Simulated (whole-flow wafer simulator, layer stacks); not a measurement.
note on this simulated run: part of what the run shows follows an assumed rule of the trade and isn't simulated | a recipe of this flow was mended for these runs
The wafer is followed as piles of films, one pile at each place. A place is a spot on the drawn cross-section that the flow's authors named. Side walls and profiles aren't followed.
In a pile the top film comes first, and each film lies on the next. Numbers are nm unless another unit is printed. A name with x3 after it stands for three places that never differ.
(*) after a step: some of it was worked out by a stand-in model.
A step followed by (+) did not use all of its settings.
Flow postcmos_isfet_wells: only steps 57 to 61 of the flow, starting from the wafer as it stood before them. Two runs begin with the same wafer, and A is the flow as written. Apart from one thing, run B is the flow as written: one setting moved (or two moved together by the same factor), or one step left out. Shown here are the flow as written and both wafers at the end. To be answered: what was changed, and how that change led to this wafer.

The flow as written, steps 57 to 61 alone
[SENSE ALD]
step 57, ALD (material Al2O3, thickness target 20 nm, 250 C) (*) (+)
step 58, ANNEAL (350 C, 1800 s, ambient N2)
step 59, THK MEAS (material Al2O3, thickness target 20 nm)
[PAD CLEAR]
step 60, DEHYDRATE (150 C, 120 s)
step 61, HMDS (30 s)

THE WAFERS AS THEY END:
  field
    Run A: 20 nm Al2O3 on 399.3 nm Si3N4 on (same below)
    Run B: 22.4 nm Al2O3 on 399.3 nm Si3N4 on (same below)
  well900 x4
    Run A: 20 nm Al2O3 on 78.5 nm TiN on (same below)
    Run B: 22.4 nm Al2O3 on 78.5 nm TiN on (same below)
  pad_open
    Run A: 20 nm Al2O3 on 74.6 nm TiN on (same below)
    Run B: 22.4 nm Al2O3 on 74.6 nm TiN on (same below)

What caused this: step 57, ALD: thickness target 22.4 nm was run, while the flow as written has thickness target 20 nm.
The wafer itself shows it: field has Al2O3 22.4, and step 57 as written asks for 20 nm.

How this came from the change, step by step:
  step 57, ALD (material Al2O3, thickness target 20 nm, 250 C) (*) (+)
      field, margin x3, well900 x4, pad_open: A Al2O3 gains 20 (new film) | B Al2O3 gains 22.4 (new film)
